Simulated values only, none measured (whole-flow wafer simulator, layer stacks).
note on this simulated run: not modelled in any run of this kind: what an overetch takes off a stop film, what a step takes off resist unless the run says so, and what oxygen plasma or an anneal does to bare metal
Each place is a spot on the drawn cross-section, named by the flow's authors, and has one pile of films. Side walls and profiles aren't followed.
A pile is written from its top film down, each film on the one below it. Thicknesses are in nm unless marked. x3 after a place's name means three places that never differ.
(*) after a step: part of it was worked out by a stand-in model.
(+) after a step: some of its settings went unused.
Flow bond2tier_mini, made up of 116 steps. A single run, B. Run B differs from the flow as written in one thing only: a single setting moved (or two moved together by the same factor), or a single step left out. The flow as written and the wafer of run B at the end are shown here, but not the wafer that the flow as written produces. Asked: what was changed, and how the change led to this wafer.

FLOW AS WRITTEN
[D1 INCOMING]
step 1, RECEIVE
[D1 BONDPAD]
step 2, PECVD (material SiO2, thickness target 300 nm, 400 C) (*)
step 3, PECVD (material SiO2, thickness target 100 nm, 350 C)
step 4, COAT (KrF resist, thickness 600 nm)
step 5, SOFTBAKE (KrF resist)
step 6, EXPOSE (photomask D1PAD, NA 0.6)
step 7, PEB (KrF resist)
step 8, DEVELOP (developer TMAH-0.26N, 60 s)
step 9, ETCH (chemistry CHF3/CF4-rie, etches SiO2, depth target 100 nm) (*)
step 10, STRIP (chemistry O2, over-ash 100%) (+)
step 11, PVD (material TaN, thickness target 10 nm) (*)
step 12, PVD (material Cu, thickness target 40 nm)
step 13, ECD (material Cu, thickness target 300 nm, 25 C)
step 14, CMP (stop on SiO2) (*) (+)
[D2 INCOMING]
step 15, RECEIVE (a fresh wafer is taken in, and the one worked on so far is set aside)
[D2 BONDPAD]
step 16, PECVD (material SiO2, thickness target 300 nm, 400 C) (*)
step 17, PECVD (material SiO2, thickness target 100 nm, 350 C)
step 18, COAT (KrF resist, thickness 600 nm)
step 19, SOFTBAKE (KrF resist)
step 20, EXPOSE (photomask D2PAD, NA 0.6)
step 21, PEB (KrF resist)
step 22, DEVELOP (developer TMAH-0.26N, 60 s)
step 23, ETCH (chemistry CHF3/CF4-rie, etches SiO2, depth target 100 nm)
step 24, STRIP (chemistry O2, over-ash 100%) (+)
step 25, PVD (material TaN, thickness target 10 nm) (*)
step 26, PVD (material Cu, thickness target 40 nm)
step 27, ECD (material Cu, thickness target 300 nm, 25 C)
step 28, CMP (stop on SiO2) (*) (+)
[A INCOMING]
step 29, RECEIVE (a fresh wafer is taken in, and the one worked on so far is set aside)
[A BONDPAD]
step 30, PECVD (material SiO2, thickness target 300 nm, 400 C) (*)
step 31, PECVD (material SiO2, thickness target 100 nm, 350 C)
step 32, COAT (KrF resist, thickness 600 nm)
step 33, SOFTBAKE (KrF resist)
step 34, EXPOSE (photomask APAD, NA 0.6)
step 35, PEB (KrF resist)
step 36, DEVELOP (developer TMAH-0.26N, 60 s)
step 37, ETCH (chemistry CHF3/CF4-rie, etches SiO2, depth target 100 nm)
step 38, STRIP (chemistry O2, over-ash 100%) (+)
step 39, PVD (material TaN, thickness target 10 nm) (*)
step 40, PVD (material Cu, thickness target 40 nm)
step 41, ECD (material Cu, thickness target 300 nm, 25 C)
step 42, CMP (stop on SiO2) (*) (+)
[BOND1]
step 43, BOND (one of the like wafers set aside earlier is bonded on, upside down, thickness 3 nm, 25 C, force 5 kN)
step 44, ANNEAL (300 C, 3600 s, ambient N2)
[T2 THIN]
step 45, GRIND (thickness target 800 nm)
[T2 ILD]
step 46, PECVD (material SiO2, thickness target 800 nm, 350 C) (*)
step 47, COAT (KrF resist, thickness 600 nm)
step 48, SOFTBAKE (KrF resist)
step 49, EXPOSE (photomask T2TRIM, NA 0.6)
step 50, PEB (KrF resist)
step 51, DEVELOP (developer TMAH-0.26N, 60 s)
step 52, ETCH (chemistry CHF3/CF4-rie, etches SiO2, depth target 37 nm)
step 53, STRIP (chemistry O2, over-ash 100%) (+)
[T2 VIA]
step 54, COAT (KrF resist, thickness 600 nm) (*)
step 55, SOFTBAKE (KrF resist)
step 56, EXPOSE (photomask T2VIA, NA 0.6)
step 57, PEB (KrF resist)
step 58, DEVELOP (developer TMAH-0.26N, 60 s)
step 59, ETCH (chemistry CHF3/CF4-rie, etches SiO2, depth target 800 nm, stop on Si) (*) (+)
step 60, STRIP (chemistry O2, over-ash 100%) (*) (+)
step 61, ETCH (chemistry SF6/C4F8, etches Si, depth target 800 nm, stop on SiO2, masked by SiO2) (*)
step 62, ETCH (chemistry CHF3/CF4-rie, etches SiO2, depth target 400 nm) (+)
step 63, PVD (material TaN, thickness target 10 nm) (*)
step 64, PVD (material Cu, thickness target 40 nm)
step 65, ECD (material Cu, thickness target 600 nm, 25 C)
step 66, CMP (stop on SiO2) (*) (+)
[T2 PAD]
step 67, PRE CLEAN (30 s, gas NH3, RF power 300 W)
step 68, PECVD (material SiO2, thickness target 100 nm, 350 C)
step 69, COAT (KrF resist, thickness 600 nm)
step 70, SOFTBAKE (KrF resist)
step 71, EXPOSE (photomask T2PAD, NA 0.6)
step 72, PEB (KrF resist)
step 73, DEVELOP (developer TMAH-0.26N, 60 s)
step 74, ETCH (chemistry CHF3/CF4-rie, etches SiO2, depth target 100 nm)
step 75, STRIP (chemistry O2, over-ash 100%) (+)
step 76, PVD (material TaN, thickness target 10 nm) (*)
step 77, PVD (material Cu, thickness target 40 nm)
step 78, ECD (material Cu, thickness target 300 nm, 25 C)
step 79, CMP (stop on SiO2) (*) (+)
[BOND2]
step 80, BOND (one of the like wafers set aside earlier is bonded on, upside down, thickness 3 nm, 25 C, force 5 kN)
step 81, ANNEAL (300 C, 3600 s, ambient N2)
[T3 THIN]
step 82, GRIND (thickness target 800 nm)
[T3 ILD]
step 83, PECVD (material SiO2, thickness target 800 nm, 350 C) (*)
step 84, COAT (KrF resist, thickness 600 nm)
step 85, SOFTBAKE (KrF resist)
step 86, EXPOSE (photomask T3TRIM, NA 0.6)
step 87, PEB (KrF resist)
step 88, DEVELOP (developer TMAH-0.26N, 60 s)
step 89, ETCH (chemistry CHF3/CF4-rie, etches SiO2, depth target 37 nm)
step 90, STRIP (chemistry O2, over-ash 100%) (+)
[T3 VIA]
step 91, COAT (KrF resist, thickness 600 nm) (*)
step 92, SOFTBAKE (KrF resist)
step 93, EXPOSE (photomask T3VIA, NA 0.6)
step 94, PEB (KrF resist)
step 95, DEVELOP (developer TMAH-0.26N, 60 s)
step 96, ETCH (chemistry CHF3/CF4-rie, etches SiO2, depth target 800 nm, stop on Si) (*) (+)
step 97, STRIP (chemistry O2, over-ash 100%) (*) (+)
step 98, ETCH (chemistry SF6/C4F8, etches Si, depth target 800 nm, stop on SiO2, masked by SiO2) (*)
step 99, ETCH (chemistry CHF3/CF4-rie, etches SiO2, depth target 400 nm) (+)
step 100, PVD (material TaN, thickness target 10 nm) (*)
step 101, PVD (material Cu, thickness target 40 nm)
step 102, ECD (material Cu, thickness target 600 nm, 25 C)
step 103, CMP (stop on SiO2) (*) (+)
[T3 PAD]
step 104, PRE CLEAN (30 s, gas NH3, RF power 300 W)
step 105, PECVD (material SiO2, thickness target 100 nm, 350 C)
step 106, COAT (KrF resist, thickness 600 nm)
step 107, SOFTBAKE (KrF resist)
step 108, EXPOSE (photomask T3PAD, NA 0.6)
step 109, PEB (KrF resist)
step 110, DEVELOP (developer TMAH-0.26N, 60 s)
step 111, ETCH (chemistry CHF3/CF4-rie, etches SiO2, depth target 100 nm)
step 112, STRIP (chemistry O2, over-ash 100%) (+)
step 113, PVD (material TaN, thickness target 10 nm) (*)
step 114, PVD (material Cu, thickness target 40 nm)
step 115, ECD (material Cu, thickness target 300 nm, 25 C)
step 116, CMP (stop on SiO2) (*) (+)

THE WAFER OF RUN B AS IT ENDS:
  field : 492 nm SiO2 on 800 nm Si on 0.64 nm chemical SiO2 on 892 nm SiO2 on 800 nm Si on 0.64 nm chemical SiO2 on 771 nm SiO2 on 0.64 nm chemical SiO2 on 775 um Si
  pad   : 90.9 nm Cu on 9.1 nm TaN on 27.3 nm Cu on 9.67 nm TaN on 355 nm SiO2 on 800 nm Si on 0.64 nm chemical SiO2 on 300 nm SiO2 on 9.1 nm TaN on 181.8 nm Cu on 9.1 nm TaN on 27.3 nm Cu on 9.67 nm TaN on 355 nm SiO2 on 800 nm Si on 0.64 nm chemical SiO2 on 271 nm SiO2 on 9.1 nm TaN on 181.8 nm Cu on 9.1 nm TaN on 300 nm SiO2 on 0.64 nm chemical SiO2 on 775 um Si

Cause: step 3, PECVD: thickness target 71 nm was run, whereas the flow has thickness target 100 nm.

Step by step, how the change led to this:
  step 3, PECVD (material SiO2, thickness target 100 nm, 350 C)
      field, pad, via: +71 SiO2 (in the flow as written it would be: +100 SiO2)
  step 43, BOND (one of the like wafers set aside earlier is bonded on, upside down, thickness 3 nm, 25 C, force 5 kN)
      field: +775 um Si (new film), +0.64 chemical SiO2 (new film), +371 SiO2 (in the flow as written it would be: +775 um Si (new film), +0.64 chemical SiO2 (new film), +400 SiO2)
      pad: +775 um Si (new film), +0.64 chemical SiO2 (new film), +271 SiO2 (new film), +9.1 TaN (new film), +90.9 Cu (in the flow as written it would be: +775 um Si (new film), +0.64 chemical SiO2 (new film), +300 SiO2 (new film), +9.1 TaN (new film), +90.9 Cu)
      (as well as at 1 more place)
